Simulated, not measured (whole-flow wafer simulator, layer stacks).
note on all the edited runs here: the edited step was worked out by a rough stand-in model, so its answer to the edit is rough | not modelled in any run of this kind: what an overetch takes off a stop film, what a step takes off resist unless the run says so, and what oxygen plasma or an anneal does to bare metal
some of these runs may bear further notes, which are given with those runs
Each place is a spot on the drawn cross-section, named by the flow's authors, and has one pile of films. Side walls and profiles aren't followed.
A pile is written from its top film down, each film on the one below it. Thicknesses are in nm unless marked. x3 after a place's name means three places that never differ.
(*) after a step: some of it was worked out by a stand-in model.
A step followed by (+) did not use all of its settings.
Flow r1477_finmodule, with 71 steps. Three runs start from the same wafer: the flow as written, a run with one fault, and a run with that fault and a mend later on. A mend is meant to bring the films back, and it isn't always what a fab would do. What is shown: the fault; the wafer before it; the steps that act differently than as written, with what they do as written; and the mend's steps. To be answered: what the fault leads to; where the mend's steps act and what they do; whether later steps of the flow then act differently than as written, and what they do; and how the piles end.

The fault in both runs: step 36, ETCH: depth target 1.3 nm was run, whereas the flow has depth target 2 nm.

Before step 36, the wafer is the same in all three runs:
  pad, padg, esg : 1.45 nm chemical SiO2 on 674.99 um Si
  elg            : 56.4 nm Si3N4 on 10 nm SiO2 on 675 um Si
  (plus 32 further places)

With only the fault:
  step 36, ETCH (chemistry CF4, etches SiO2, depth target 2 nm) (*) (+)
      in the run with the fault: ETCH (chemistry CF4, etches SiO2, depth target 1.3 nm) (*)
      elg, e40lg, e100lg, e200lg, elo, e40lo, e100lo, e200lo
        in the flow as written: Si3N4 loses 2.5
        in the run with the fault: Si3N4 loses 1.62
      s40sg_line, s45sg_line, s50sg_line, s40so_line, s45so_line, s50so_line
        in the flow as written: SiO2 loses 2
        in the run with the fault: SiO2 loses 1.3
  Steps later in the flow that act otherwise than as written (7 more steps, not shown, differ only slightly: by at most 2% or 0.5 nm, whichever is larger):
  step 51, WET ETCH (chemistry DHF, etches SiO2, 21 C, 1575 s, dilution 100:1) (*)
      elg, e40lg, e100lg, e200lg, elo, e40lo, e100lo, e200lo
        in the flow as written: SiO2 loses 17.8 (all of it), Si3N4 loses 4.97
        in the run with the fault: SiO2 loses 17 (all of it), Si3N4 loses 5.04
  By the end, the piles at elg, e40lg, e100lg, e200lg, elo, e40lo, e100lo, e200lo depart from the flow's by more than 2% or 0.5 nm, whichever is larger.
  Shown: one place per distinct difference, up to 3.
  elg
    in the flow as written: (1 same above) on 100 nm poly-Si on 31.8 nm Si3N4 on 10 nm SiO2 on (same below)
    in the run with the fault: (1 same above) on 100 nm poly-Si on 32.6 nm Si3N4 on 10 nm SiO2 on (same below)
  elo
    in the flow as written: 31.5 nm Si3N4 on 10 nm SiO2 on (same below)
    in the run with the fault: 32.3 nm Si3N4 on 10 nm SiO2 on (same below)

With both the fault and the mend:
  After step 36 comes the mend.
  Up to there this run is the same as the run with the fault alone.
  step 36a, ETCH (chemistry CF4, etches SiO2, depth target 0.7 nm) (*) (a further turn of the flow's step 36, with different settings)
      pad, padg, e40sg and 11 more
        Si loses 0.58
      elg, e40lg, e100lg, e200lg, elo, e40lo, e100lo, e200lo
        Si3N4 loses 0.88
      s40sg_line, s45sg_line, s50sg_line, s40so_line, s45so_line, s50so_line
        SiO2 loses 0.7
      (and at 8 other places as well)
  Later steps of the flow that are run all act as written at every place that is followed, up to a difference of at most 2% or 0.5 nm, whichever is larger.
  The piles end only slightly different from the flow's at the places that both follow, by no more than 2% or 0.5 nm, whichever is larger.
